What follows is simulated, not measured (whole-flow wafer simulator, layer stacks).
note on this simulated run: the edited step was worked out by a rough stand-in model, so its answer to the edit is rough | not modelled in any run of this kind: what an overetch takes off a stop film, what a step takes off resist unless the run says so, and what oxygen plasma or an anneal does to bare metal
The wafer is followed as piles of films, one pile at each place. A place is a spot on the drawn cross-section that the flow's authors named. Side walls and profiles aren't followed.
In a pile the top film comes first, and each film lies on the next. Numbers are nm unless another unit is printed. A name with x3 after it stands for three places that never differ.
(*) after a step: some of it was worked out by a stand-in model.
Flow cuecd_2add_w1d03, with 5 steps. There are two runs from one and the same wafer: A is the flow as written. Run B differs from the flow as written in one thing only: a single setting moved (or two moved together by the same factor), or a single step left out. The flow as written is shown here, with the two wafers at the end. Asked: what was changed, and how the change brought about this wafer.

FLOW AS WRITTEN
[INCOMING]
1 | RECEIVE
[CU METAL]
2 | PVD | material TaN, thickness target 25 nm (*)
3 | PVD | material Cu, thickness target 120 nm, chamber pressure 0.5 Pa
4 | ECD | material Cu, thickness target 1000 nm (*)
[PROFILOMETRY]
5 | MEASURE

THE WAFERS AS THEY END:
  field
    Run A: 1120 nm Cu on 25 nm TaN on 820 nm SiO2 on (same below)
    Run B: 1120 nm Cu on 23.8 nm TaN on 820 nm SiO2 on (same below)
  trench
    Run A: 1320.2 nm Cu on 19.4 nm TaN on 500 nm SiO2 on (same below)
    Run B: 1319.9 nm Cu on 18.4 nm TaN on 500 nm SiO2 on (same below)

Cause: step 2, PVD: thickness target 23.8 nm was run, though the flow has thickness target 25 nm.
The wafer lets one read it off: field has TaN 23.8, and step 2 as written asks for 25 nm.

Step by step, how the change led to this:
  2 | PVD | material TaN, thickness target 25 nm (*)
      field: A +25 TaN (new film) | B +23.8 TaN (new film)
      trench: A +19.4 TaN (new film) | B +18.4 TaN (new film)
